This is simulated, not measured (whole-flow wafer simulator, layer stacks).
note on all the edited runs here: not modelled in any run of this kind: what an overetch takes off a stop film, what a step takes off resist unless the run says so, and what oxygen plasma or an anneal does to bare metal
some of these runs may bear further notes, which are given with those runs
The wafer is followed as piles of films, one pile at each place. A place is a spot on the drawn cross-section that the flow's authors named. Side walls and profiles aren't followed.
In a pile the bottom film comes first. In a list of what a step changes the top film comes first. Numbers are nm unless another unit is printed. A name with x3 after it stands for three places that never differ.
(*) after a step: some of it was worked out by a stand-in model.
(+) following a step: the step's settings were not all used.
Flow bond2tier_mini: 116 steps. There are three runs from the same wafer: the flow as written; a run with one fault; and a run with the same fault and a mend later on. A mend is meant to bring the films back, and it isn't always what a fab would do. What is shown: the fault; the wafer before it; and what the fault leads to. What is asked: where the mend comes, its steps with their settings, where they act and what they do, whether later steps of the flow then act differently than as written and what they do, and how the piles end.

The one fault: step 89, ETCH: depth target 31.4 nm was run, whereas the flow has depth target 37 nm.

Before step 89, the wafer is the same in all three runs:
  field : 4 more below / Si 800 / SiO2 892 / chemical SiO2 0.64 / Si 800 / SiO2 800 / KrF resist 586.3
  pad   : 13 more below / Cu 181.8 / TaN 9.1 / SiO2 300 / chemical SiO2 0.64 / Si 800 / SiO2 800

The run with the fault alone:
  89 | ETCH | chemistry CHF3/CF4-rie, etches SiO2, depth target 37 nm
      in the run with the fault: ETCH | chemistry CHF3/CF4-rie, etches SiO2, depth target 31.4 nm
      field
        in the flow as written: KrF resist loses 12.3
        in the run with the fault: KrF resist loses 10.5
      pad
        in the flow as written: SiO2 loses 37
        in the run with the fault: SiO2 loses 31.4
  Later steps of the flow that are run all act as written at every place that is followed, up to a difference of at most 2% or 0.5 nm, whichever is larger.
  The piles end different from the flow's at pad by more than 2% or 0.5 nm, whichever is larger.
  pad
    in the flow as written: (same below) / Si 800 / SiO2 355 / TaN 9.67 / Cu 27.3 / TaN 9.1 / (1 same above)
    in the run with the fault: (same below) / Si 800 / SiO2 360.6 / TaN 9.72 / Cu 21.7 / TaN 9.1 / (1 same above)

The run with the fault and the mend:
  After step 90 comes the mend.
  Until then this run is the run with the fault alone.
  90a | COAT | KrF resist, thickness 600 nm (*) (a further turn of the flow's step 84)
      field
        KrF resist gains 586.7 (new film)
      pad
        KrF resist gains 613.9 (new film)
  90b | SOFTBAKE | KrF resist (a further turn of the flow's step 85)
      alters no film at any place that is followed
  90c | EXPOSE | photomask T3TRIM, NA 0.6 (a further turn of the flow's step 86)
      alters no film at any place that is followed
  90d | PEB | KrF resist (a further turn of the flow's step 87)
      alters no film at any place that is followed
  90e | DEVELOP | developer TMAH-0.26N, 60 s (a further turn of the flow's step 88)
      field
        KrF resist loses 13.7
      pad
        KrF resist loses 613.9 (all of it)
  90f | ETCH | chemistry CHF3/CF4-rie, etches SiO2, depth target 5.6 nm (a further turn of the flow's step 89, with different settings)
      field
        KrF resist loses 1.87
      pad
        SiO2 loses 5.6
  90g | STRIP | chemistry O2, over-ash 100% (+) (a further turn of the flow's step 90)
      field
        KrF resist loses 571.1 (all of it)
  Later steps of the flow that are run all act as written at every place that is followed.
  By the end, the piles equal the flow's at every place that both follow.
